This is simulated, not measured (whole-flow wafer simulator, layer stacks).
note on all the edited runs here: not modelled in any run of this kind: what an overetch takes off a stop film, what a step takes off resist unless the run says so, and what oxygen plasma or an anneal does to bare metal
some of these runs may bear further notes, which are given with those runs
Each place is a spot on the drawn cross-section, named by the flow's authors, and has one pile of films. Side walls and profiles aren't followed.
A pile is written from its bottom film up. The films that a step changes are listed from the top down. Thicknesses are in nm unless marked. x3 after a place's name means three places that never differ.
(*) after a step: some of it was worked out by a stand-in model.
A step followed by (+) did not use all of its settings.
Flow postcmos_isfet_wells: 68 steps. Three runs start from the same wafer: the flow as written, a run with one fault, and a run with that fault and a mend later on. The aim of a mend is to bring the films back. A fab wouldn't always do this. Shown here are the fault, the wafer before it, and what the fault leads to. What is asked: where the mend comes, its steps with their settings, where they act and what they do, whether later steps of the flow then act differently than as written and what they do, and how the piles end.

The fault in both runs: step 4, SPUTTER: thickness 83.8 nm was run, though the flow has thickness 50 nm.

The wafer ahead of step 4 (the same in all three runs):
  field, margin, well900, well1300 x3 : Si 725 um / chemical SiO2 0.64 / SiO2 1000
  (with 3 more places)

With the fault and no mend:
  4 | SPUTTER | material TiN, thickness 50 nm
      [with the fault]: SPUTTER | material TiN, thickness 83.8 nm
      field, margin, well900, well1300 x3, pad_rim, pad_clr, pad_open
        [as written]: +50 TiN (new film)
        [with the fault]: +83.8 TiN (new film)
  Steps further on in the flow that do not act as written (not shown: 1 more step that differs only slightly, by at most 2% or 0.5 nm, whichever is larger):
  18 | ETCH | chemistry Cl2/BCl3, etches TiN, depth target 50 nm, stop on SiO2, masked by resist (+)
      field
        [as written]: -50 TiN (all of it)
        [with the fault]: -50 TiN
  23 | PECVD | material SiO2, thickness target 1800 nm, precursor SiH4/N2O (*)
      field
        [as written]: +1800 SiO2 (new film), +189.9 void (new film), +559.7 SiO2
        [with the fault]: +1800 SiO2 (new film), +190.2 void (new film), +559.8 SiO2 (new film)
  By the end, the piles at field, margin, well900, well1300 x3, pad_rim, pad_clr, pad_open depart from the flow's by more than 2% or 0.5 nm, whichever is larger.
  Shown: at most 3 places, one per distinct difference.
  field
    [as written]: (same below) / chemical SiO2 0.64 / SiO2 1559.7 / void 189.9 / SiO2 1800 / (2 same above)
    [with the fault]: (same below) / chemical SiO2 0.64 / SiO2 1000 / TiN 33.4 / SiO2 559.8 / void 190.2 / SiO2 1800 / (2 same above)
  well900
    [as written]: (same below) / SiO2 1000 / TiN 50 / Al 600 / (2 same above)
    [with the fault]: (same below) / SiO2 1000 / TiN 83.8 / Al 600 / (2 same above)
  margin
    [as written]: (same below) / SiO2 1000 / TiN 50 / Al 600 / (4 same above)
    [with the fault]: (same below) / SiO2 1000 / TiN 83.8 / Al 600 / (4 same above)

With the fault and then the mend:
  The mend follows step 4.
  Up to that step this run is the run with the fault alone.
  4a | ETCH | chemistry peroxide tin strip, depth target 33.8 nm
      field, margin, well900, well1300 x3, pad_rim, pad_clr, pad_open
        -33.8 TiN
  Later steps of the flow that are run all act as written at every place that is followed.
  By the end, the piles equal the flow's at every place that both follow.
